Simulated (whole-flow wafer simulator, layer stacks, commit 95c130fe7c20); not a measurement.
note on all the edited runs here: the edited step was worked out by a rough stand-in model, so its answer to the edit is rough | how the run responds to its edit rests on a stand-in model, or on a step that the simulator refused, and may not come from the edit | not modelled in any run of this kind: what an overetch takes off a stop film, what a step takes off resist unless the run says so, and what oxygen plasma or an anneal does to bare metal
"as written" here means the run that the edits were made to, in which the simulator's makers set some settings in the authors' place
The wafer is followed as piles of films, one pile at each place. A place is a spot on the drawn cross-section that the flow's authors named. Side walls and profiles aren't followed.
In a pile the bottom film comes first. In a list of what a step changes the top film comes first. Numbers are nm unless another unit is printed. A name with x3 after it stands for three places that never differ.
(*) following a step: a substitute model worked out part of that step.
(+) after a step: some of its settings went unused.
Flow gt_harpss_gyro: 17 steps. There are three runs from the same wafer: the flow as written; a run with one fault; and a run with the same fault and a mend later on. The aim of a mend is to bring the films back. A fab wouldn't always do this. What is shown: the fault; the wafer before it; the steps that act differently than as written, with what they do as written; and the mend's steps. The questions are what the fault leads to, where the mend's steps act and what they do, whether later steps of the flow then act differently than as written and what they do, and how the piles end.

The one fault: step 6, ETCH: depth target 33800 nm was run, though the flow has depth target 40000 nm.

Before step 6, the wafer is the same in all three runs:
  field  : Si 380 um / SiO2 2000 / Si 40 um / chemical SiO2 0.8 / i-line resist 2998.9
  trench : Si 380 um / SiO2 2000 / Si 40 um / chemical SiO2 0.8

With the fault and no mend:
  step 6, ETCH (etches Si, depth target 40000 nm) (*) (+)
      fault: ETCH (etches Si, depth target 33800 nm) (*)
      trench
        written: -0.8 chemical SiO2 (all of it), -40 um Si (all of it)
        fault: -0.8 chemical SiO2 (all of it), -33.8 um Si
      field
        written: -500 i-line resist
        fault: -422.5 i-line resist
  Steps later in the flow that act otherwise than as written (3 more steps, not shown, differ only slightly: by at most 2% or 0.5 nm, whichever is larger):
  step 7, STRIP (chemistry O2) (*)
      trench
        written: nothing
        fault: +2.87 chemical SiO2 (new film), -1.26 Si
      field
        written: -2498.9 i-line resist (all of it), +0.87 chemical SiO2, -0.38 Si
        fault: -2576.4 i-line resist (all of it), +0.88 chemical SiO2, -0.39 Si
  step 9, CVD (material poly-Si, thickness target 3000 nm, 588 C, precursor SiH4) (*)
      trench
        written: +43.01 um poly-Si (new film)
        fault: +36.8 um poly-Si (new film)
  The piles end different from the flow's at trench by more than 2% or 0.5 nm, whichever is larger.
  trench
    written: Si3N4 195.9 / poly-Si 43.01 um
    fault: Si 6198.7 / chemical SiO2 2.87 / Si3N4 196.8 / poly-Si 36.8 um

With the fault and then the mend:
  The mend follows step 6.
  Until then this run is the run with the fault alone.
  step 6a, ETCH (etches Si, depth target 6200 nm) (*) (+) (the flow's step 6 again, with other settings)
      field
        -77.5 i-line resist
      trench
        -6199.9 Si (all of it)
  Every later step of the flow that is run acts as written at every place that is followed.
  The piles end the same as the flow's at every place that both follow.
